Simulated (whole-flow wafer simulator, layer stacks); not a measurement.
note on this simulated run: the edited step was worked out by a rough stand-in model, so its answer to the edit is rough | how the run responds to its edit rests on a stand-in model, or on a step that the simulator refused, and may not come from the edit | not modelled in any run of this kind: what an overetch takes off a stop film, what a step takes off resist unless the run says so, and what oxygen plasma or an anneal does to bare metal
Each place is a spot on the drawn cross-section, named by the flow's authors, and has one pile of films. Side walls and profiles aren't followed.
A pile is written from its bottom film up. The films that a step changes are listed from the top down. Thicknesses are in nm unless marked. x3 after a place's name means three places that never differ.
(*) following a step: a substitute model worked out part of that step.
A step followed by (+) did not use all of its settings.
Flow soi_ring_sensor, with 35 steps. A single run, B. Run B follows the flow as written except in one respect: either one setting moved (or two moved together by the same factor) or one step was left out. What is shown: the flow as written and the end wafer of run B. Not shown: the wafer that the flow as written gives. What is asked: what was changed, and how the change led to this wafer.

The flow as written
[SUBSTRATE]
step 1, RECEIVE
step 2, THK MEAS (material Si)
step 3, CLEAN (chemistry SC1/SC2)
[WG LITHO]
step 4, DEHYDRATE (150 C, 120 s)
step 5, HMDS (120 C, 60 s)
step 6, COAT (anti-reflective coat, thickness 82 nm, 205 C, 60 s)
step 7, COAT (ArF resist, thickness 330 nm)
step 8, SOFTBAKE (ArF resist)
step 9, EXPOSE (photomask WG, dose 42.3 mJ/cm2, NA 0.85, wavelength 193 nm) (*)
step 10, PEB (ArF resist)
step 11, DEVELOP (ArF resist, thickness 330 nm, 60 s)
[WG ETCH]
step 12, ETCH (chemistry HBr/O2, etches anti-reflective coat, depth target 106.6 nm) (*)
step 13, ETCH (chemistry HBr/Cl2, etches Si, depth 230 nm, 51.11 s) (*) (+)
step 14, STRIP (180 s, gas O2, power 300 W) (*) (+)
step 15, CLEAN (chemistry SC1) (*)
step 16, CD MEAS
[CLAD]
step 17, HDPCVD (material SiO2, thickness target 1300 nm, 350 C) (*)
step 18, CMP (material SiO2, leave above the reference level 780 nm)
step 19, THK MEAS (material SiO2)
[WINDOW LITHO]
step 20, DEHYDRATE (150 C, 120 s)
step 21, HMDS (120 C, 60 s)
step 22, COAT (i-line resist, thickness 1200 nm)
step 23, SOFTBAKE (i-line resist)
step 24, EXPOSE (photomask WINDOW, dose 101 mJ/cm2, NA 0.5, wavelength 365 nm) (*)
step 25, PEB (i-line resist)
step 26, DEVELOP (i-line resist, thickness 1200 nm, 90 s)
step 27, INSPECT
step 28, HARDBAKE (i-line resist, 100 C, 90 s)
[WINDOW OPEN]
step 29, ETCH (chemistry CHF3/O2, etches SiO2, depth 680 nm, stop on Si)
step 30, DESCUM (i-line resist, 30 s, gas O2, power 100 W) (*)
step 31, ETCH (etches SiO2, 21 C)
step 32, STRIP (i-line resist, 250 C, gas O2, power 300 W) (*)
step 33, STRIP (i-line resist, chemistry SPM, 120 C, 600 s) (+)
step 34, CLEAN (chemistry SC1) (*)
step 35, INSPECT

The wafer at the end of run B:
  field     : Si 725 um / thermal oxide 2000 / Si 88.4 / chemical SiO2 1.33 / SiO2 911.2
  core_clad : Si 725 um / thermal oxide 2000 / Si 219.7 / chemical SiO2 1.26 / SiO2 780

Cause: step 13, ETCH: depth 131 nm was run, whereas the flow has depth 230 nm; step 13, ETCH: 29.13 s was run, where the flow has 51.11 s.

How this came from the change, step by step:
  step 13, ETCH (chemistry HBr/Cl2, etches Si, depth 230 nm, 51.11 s) (*) (+)
      gap, window, field, gap_clad: Si loses 131 (as written it would have been: Si loses 220 (all of it), thermal oxide loses 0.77)
      core, core_clad: ArF resist loses 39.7 (as written it would have been: ArF resist loses 69.7)
  step 14, STRIP (180 s, gas O2, power 300 W) (*) (+)
      gap, window, field, gap_clad: chemical SiO2 gains 1.33 (new film), Si loses 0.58 (as written it would have been: nothing)
      core, core_clad: ArF resist loses 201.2 (all of it), anti-reflective coat loses 82 (all of it), chemical SiO2 gains 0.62, Si loses 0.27 (as written it would have been: ArF resist loses 171.2 (all of it), anti-reflective coat loses 82 (all of it), chemical SiO2 gains 0.63, Si loses 0.28)
  step 18, CMP (material SiO2, leave above the reference level 780 nm)
      gap, window, field, gap_clad: SiO2 loses 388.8 (as written it would have been: SiO2 loses 298.2)
